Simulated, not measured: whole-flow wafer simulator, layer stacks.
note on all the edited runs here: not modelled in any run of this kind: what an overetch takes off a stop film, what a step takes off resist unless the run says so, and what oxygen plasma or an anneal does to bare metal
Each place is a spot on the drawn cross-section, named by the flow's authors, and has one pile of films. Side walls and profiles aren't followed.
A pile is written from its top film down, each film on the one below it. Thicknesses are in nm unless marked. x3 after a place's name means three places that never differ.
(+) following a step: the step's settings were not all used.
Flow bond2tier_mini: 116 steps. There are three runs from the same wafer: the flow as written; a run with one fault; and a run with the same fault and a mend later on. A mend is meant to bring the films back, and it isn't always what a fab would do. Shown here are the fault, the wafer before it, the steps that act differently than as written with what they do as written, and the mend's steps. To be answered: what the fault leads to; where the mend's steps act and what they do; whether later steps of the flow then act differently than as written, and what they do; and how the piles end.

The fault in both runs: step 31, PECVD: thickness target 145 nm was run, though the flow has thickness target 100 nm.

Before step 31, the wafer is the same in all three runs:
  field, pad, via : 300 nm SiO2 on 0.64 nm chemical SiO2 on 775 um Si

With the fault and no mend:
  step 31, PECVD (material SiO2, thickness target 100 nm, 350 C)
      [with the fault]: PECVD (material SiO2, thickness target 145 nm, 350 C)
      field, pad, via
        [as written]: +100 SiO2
        [with the fault]: +145 SiO2
  None of the later steps of the flow acts differently than as written at any place that is followed.
  At field, pad, the piles at the end differ from the flow's by more than 2% or 0.5 nm, whichever is larger.
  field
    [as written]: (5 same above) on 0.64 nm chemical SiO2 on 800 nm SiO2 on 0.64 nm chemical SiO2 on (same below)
    [with the fault]: (5 same above) on 0.64 nm chemical SiO2 on 845 nm SiO2 on 0.64 nm chemical SiO2 on (same below)
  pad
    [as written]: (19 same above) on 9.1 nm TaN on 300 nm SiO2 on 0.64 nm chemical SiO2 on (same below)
    [with the fault]: (19 same above) on 9.1 nm TaN on 345 nm SiO2 on 0.64 nm chemical SiO2 on (same below)

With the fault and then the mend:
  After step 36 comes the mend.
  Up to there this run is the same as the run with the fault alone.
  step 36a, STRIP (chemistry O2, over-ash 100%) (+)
      field
        -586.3 KrF resist (all of it)
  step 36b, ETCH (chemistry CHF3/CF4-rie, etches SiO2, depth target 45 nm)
      field, pad, via
        -45 SiO2
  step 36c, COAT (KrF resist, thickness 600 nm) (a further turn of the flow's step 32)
      field, pad, via
        +600 KrF resist (new film)
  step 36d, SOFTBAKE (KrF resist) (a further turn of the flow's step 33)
      alters no film at any place that is followed
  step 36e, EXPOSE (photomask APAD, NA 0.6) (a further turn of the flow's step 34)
      alters no film at any place that is followed
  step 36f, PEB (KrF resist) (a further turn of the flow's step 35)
      alters no film at any place that is followed
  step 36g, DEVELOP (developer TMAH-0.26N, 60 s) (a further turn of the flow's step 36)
      pad, via
        -600 KrF resist (all of it)
      field
        -13.7 KrF resist
  None of the later steps of the flow acts differently than as written at any place that is followed.
  By the end, the piles equal the flow's at every place that both follow.
